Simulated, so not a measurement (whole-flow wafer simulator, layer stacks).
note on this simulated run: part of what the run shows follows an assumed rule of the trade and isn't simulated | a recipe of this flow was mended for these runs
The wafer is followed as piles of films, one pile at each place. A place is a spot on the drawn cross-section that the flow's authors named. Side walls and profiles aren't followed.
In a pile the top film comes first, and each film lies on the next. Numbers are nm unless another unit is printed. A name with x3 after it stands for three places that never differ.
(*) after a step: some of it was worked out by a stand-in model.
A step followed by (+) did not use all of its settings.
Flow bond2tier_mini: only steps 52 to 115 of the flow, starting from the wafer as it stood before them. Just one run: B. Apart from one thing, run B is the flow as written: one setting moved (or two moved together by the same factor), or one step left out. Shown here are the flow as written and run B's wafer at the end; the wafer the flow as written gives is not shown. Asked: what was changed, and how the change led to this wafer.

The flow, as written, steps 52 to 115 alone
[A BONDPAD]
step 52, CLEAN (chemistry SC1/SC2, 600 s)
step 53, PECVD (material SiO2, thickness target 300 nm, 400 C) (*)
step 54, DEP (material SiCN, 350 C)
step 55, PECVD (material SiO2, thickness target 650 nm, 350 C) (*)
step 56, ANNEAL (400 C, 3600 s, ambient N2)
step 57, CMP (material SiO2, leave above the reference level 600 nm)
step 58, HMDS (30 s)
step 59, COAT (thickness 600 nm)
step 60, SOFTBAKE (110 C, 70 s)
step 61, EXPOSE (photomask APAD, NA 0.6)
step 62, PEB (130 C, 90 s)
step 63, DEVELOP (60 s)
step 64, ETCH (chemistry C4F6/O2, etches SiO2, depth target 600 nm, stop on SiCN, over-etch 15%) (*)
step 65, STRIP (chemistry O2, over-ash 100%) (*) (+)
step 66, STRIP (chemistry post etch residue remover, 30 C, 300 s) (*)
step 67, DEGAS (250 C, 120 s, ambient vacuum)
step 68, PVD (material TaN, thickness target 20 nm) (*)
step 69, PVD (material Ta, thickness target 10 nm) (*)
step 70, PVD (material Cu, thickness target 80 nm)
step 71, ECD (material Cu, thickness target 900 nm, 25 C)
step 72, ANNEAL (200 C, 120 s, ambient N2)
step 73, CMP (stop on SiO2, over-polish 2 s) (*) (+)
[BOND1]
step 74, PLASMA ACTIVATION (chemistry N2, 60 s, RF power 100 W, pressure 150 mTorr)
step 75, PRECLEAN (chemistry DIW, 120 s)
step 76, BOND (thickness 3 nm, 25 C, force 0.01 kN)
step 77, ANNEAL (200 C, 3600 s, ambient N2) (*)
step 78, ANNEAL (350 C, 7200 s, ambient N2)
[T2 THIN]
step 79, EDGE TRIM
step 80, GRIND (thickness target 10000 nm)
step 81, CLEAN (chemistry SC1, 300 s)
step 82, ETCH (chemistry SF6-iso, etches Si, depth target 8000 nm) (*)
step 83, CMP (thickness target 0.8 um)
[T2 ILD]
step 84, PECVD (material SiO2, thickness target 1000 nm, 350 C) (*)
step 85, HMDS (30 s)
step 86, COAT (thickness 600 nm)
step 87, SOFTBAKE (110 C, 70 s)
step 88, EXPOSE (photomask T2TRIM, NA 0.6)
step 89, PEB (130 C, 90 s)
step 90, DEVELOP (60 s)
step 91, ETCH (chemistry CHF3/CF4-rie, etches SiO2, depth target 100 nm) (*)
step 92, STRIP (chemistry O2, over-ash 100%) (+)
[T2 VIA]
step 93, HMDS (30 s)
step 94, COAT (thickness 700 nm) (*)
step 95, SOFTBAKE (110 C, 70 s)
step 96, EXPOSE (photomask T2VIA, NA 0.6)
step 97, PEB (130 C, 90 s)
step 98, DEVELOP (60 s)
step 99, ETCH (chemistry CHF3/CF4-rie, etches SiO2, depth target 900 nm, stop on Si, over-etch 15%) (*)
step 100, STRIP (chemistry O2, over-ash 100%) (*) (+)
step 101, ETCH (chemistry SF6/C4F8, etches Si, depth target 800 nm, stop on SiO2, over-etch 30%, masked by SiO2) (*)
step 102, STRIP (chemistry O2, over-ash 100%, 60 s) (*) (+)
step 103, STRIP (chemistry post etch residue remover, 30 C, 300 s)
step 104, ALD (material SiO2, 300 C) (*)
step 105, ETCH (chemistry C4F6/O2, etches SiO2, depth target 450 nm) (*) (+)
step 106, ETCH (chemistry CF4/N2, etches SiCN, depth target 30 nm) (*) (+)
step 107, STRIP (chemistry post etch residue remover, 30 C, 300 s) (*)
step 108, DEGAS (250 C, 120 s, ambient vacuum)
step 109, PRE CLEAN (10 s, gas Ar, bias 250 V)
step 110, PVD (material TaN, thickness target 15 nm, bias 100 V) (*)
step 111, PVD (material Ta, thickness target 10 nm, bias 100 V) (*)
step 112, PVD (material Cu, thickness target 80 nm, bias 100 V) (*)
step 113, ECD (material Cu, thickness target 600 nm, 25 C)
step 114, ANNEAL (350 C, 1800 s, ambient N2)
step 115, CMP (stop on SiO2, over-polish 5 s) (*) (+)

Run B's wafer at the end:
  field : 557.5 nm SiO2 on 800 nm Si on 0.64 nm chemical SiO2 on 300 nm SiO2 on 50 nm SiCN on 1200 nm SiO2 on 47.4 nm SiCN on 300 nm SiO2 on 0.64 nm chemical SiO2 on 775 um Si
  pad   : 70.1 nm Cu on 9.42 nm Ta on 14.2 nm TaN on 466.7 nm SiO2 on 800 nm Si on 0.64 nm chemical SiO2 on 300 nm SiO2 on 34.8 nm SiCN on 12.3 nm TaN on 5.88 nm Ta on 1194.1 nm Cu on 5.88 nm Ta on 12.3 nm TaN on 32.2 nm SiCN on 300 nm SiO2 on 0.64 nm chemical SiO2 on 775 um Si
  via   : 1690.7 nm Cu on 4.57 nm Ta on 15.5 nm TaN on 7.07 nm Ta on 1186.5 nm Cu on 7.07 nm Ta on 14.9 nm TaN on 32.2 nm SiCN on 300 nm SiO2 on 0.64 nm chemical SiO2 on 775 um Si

The reason: step 54, DEP: 363 C was run, whereas the flow has 350 C.

How this came from the change, step by step:
  step 54, DEP (material SiCN, 350 C)
      field, pad, via: SiCN gains 47.4 (new film) (it would be, as written: SiCN gains 50 (new film))
